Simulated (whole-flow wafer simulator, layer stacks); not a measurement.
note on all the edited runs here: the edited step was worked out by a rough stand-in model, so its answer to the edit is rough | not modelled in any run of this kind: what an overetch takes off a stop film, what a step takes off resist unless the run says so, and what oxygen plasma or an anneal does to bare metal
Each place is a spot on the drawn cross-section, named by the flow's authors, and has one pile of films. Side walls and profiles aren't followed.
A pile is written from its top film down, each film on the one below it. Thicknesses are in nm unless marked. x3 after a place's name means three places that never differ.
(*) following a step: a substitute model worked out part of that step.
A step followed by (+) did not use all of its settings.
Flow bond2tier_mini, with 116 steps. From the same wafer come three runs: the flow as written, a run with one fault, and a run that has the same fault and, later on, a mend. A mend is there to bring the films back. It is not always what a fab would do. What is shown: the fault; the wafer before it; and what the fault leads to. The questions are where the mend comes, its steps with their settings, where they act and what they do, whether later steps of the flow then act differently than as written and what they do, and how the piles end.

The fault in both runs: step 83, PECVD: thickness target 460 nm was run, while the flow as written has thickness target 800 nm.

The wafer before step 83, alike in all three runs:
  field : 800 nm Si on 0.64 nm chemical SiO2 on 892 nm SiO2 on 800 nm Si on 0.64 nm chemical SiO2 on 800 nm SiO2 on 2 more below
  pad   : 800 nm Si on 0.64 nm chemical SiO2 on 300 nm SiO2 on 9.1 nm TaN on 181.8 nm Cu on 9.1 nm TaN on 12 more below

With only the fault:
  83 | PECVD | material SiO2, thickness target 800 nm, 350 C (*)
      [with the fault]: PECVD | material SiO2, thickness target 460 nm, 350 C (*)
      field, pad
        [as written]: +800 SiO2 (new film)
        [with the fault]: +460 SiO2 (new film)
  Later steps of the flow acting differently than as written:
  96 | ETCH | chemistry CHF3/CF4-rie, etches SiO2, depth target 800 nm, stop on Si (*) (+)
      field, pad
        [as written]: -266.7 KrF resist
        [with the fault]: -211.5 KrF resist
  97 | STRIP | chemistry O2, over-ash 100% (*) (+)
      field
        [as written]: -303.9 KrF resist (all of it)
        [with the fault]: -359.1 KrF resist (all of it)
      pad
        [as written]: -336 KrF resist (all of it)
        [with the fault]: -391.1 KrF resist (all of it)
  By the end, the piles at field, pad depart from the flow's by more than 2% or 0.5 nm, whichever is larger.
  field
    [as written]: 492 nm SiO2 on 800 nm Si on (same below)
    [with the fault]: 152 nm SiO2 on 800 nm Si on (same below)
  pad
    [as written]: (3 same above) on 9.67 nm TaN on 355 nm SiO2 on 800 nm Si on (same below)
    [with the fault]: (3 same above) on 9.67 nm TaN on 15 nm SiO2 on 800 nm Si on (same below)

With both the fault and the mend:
  After step 83 comes the mend.
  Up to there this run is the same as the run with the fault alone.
  83a | PECVD | material SiO2, thickness target 340 nm, 350 C (*) (the flow's step 83, run once more with other settings)
      field, pad
        +340 SiO2
  Every later step of the flow that is run acts as written at every place that is followed.
  At every place that both follow, the piles at the end match the flow's.
